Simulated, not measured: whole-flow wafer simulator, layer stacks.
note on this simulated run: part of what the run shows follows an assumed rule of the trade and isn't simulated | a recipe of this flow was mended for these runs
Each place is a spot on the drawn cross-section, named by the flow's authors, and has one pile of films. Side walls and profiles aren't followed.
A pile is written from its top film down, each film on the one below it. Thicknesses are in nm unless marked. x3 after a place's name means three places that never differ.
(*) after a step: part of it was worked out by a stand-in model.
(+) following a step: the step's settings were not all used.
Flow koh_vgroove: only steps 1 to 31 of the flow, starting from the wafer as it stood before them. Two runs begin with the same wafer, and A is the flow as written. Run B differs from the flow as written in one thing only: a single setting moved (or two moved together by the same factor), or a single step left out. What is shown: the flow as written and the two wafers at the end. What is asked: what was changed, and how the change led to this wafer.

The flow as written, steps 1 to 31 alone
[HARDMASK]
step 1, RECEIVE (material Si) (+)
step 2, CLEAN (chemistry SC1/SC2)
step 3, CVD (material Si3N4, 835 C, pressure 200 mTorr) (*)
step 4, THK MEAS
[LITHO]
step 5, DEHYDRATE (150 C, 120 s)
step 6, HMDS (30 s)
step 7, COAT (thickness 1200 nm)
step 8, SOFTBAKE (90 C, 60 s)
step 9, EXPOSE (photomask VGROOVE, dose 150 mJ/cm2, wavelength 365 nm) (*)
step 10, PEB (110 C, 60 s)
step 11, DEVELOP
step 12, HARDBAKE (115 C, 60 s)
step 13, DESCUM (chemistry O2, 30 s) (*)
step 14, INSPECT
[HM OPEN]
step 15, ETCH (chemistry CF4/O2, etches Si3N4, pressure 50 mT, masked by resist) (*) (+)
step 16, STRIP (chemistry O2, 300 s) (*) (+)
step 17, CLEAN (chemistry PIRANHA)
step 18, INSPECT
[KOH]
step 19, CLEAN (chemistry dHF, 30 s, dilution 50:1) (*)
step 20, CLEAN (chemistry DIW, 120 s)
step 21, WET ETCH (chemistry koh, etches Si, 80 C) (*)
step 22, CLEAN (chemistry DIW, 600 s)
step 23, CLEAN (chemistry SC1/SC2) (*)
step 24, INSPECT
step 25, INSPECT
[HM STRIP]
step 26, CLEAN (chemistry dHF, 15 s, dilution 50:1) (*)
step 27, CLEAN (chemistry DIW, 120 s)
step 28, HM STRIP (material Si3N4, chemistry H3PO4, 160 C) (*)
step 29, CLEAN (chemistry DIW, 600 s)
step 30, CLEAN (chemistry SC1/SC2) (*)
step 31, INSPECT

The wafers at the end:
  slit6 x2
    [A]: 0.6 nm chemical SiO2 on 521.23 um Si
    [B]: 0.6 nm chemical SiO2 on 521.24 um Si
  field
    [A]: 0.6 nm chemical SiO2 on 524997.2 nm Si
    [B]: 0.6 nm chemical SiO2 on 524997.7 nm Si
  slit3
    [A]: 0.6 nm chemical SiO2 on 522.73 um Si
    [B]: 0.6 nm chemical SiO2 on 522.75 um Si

Cause: step 3, CVD: pressure 224 mTorr was run, whereas the flow has pressure 200 mTorr.

Step by step, how the change led to this:
  step 3, CVD (material Si3N4, 835 C, pressure 200 mTorr) (*)
      field, slit3, slit2, slit6 x2: A Si3N4 gains 200 (new film) | B Si3N4 gains 210.4 (new film)
  step 15, ETCH (chemistry CF4/O2, etches Si3N4, pressure 50 mT, masked by resist) (*) (+)
      slit3, slit2, slit6 x2: A Si3N4 loses 200 (all of it), chemical SiO2 loses 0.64 (all of it), Si loses 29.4 | B Si3N4 loses 210.4 (all of it), chemical SiO2 loses 0.64 (all of it), Si loses 19
  step 28, HM STRIP (material Si3N4, chemistry H3PO4, 160 C) (*)
      field: A Si3N4 loses 198.7 (all of it), chemical SiO2 loses 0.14, Si loses 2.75 | B Si3N4 loses 209.1 (all of it), chemical SiO2 loses 0.14, Si loses 2.23
